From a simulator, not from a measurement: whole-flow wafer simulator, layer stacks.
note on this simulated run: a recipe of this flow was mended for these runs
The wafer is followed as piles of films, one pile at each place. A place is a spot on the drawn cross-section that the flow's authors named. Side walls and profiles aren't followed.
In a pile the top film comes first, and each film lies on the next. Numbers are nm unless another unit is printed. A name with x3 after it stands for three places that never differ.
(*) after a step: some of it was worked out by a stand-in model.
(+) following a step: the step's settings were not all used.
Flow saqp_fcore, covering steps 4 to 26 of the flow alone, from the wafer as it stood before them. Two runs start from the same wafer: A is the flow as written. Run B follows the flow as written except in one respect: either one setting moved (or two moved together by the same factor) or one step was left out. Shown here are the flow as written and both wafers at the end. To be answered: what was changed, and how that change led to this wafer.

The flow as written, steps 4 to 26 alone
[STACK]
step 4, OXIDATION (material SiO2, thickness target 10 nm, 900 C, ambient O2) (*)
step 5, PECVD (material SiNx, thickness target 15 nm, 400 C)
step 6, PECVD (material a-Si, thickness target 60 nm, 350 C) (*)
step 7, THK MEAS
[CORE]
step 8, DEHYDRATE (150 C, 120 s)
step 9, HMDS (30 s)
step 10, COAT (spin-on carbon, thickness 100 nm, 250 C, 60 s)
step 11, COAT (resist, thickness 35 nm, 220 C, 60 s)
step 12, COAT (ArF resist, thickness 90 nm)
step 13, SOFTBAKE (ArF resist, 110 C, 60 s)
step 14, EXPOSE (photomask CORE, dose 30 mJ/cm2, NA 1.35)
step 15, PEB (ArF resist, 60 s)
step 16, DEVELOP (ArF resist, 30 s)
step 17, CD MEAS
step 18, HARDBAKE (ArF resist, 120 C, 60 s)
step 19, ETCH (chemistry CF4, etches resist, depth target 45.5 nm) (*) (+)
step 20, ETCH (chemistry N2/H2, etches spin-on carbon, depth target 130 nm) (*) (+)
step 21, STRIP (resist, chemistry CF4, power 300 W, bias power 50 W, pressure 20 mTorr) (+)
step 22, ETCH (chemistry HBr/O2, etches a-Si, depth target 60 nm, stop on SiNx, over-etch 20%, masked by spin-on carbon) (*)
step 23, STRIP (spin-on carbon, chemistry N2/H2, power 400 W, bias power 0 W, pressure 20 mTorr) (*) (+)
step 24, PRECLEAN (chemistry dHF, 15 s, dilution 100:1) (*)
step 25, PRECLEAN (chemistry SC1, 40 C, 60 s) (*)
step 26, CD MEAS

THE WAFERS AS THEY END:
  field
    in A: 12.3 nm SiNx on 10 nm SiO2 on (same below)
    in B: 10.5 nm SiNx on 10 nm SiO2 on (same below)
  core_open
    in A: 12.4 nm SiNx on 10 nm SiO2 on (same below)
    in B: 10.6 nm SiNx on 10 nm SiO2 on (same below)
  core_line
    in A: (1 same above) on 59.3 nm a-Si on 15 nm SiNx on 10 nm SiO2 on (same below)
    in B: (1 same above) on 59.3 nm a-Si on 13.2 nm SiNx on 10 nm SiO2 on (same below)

The reason: step 5, PECVD: thickness target 13.2 nm was run, whereas the flow has thickness target 15 nm.
The wafer lets one read it off: core_line has SiNx 13.2, and step 5 as written asks for 15 nm.

The path from the change to this, step by step:
  step 5, PECVD (material SiNx, thickness target 15 nm, 400 C)
      field, core_open, core_line: A SiNx gains 15 (new film) | B SiNx gains 13.2 (new film)
